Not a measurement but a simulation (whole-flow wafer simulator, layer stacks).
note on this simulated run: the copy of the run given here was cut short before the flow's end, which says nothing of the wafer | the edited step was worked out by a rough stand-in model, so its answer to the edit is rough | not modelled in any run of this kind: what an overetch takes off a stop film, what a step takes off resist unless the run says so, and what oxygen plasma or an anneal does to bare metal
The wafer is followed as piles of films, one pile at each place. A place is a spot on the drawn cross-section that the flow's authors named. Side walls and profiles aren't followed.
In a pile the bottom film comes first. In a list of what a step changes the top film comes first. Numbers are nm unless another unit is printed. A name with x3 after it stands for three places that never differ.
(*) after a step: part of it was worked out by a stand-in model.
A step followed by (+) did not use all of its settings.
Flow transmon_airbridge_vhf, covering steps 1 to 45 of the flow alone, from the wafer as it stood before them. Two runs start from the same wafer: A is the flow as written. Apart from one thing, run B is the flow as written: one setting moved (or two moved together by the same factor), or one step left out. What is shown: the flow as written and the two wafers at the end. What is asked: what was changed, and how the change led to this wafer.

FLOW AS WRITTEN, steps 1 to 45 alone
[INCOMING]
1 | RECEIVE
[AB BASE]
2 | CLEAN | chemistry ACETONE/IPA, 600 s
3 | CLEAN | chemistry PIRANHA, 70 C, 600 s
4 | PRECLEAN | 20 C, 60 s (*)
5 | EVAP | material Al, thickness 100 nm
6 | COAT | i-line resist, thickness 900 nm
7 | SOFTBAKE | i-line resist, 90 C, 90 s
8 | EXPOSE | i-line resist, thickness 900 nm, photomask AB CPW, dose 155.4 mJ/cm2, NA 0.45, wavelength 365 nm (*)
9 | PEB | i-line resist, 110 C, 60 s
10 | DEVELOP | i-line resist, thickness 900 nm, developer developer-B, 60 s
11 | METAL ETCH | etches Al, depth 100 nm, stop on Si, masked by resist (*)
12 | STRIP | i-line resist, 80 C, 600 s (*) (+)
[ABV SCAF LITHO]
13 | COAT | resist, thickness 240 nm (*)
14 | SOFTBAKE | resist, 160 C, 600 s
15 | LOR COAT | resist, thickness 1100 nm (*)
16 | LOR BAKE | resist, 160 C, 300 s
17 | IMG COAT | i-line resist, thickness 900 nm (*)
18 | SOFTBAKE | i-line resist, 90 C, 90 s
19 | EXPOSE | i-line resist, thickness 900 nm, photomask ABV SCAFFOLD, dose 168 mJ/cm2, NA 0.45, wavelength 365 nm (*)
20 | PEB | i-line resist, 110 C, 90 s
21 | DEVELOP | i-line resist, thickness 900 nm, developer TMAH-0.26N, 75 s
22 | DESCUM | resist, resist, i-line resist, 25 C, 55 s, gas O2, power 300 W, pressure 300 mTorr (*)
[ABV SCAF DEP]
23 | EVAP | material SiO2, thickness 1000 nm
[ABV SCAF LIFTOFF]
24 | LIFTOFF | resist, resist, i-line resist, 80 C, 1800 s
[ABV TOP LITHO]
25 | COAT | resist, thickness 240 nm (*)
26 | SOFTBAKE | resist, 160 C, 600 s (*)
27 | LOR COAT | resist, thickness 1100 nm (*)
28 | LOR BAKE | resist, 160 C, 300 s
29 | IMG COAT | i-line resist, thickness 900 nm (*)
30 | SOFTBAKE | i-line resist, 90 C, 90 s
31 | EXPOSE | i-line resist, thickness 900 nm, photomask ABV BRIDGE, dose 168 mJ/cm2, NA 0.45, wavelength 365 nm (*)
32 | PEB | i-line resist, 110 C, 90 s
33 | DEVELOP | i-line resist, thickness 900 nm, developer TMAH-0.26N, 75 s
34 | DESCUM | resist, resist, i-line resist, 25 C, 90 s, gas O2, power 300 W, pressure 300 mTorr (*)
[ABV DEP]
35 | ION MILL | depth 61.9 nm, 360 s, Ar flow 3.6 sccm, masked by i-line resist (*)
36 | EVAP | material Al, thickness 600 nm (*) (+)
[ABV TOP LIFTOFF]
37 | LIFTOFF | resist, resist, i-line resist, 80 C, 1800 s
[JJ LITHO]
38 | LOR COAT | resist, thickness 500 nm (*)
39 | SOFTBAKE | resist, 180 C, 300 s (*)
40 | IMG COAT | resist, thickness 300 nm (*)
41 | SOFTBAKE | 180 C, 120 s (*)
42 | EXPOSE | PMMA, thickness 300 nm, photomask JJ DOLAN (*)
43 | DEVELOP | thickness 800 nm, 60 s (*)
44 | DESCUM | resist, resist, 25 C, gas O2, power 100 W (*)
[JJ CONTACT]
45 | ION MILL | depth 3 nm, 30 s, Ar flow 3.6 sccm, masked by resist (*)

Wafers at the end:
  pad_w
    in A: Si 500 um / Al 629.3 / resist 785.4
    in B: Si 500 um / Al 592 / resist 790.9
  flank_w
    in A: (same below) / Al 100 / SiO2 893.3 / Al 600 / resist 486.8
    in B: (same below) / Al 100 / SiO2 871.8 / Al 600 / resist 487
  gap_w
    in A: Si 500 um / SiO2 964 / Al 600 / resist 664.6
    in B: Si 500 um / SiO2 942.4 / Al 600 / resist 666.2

The reason: step 35, ION MILL: 576 s was run, while the flow as written has 360 s.

The path from the change to this, step by step:
  35 | ION MILL | depth 61.9 nm, 360 s, Ar flow 3.6 sccm, masked by i-line resist (*)
      field x3, jj_line, ground_far, trace_open_s x2, margin_s, margin_n: A -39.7 i-line resist | B -63.6 i-line resist
      flank_w, gap_w, cpw_trace, gap_e, flank_e, bridge_strip: A -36 SiO2 | B -57.6 SiO2
      (as well as at 2 more places)
  37 | LIFTOFF | resist, resist, i-line resist, 80 C, 1800 s
      field x3, jj_line, trace_open_s x2: A -600 Al (all of it), -600 i-line resist (all of it), -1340 resist (all of it) | B -600 Al (all of it), -576.1 i-line resist (all of it), -1340 resist (all of it)
      margin_s, margin_n: A -600 Al (all of it), -318.3 i-line resist (all of it), -992 resist (all of it) | B -600 Al (all of it), -294.4 i-line resist (all of it), -992 resist (all of it)
      (as well as at 1 more place)
